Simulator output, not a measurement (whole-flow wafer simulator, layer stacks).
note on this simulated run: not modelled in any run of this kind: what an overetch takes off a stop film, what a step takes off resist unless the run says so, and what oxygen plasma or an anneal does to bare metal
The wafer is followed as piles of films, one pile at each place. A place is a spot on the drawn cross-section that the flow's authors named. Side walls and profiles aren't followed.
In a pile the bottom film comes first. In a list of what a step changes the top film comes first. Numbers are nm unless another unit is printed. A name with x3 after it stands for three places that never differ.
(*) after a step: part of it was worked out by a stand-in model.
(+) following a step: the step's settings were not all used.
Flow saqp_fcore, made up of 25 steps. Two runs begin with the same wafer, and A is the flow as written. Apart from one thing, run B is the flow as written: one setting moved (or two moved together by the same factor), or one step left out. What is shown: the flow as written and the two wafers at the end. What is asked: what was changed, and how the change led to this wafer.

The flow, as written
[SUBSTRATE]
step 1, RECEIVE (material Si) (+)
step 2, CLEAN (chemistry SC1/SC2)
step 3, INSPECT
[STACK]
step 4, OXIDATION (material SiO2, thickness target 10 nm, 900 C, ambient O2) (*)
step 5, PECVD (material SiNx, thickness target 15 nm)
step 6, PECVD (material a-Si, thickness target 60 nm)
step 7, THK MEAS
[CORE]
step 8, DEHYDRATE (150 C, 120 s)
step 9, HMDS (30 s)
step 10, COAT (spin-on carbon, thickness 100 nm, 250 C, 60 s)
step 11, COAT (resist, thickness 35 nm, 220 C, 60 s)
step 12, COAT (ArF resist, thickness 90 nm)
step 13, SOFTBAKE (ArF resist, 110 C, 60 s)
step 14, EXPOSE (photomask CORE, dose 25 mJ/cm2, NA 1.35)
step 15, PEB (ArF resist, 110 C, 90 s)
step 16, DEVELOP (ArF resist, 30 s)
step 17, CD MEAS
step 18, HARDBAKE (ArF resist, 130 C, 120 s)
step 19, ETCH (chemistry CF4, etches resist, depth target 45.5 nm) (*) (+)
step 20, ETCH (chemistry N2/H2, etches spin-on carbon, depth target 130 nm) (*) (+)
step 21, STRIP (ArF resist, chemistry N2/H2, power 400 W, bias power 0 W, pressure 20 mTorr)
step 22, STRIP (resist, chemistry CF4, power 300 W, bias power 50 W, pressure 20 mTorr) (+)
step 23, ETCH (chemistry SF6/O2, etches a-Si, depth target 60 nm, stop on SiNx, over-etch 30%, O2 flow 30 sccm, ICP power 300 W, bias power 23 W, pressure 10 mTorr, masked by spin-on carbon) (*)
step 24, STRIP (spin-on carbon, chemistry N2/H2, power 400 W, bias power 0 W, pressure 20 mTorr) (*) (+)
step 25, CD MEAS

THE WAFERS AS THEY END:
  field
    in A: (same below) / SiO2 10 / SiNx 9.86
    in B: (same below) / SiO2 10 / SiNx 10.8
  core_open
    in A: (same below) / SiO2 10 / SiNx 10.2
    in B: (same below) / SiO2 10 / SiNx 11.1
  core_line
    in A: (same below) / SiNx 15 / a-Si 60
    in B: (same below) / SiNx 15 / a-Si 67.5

Cause: step 6, PECVD: thickness target 67.5 nm was run, whereas the flow has thickness target 60 nm.
The wafer lets one read it off: core_line has a-Si 67.5, and step 6 as written asks for 60 nm.

The path from the change to this, step by step:
  step 6, PECVD (material a-Si, thickness target 60 nm)
      field, core_open, core_line: A a-Si gains 60 (new film) | B a-Si gains 67.5 (new film)
  step 23, ETCH (chemistry SF6/O2, etches a-Si, depth target 60 nm, stop on SiNx, over-etch 30%, O2 flow 30 sccm, ICP power 300 W, bias power 23 W, pressure 10 mTorr, masked by spin-on carbon) (*)
      field: A a-Si loses 36.9 (all of it), SiNx loses 5.14 | B a-Si loses 44.4 (all of it), SiNx loses 4.2
      core_open: A a-Si loses 39.4 (all of it), SiNx loses 4.82 | B a-Si loses 46.9 (all of it), SiNx loses 3.88
      (as well as at 1 more place)
